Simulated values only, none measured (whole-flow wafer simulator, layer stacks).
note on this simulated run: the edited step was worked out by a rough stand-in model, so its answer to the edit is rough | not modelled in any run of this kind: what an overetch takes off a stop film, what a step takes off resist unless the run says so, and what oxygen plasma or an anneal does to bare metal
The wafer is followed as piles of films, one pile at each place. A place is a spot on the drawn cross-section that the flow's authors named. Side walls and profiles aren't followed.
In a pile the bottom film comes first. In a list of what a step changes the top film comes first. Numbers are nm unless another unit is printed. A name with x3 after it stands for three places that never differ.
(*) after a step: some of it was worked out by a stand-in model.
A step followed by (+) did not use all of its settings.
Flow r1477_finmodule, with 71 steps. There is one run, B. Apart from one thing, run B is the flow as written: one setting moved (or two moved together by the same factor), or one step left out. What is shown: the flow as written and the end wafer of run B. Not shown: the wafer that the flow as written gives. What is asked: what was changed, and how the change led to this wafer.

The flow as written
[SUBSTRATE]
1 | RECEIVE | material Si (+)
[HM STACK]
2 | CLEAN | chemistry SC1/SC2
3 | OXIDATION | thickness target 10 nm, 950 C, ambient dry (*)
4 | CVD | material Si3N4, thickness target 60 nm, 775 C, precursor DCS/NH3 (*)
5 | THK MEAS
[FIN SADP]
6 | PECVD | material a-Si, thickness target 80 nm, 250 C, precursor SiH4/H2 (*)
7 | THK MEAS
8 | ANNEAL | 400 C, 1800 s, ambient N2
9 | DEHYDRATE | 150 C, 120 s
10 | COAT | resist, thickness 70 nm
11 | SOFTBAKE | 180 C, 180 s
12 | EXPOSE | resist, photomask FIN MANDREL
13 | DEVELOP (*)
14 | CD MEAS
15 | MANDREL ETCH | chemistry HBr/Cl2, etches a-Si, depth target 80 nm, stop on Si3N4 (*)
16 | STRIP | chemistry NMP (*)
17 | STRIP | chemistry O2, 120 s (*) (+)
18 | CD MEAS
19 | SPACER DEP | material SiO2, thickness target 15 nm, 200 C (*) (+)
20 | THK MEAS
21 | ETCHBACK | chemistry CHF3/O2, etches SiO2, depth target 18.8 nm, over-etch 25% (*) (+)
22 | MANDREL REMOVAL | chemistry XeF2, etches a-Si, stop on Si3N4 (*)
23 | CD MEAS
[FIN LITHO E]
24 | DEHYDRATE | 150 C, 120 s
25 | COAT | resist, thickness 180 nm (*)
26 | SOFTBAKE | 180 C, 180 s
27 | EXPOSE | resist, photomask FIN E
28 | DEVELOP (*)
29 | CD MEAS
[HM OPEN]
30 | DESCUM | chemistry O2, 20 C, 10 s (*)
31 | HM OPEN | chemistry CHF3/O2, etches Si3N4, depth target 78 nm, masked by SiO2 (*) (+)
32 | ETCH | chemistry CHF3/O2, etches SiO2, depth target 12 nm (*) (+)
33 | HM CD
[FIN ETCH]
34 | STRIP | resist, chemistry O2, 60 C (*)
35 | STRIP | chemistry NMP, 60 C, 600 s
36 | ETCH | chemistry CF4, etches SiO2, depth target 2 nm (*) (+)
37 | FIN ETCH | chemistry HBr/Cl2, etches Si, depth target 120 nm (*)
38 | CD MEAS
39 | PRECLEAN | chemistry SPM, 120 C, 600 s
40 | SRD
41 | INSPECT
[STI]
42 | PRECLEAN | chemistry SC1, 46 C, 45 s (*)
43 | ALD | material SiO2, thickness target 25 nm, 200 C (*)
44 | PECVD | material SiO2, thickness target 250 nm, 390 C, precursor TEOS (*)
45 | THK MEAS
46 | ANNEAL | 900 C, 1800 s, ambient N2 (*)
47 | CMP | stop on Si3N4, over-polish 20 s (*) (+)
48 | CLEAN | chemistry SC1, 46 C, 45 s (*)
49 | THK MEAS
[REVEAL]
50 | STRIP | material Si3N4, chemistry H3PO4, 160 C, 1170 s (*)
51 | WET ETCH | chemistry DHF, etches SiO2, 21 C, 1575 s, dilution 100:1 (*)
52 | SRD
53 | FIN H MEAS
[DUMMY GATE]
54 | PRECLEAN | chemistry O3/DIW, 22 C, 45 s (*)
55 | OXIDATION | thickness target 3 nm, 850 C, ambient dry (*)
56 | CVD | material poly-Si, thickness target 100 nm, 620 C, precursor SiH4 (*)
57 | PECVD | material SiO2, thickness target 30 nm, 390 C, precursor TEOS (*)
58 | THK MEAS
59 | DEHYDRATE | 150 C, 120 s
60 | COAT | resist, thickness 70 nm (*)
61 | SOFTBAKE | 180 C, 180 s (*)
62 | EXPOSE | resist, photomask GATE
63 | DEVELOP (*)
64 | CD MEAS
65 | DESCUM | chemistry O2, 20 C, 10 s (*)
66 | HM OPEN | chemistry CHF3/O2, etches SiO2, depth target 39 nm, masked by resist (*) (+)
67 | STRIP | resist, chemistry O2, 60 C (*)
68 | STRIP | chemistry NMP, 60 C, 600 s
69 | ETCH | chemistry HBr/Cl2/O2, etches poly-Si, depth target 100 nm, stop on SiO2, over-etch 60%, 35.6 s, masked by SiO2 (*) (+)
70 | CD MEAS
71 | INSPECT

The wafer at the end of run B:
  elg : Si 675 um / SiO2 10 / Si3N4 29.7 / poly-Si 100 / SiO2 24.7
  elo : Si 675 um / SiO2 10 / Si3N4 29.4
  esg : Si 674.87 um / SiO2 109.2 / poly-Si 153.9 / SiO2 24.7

What caused this: step 21, ETCHBACK: depth target 21.2 nm was run, while the flow as written has depth target 18.8 nm.

How this came from the change, step by step:
  21 | ETCHBACK | chemistry CHF3/O2, etches SiO2, depth target 18.8 nm, over-etch 25% (*) (+)
      pad, padg, elg and 21 more: -15 SiO2 (all of it), -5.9 Si3N4 (as written it would have been: -15 SiO2 (all of it), -3.62 Si3N4)
      s40sg_line, s45sg_line, s50sg_line, s40so_line, s45so_line, s50so_line: +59 SiO2 (as written it would have been: +61.4 SiO2)
  31 | HM OPEN | chemistry CHF3/O2, etches Si3N4, depth target 78 nm, masked by SiO2 (*) (+)
      pad, padg, esg and 13 more: -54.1 Si3N4 (all of it), -10 SiO2 (all of it) (as written it would have been: -56.4 Si3N4 (all of it), -10 SiO2 (all of it))
  51 | WET ETCH | chemistry DHF, etches SiO2, 21 C, 1575 s, dilution 100:1 (*)
      elg, e40lg, e100lg, e200lg, elo, e40lo, e100lo, e200lo: -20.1 SiO2 (all of it), -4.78 Si3N4 (as written it would have been: -17.8 SiO2 (all of it), -4.97 Si3N4)
  67 | STRIP | resist, chemistry O2, 60 C (*)
      e40sg: -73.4 resist (all of it) (as written it would have been: -75.4 resist (all of it))
      e100sg: -73.3 resist (all of it) (as written it would have been: -75.3 resist (all of it))
      (and at 1 other place as well)
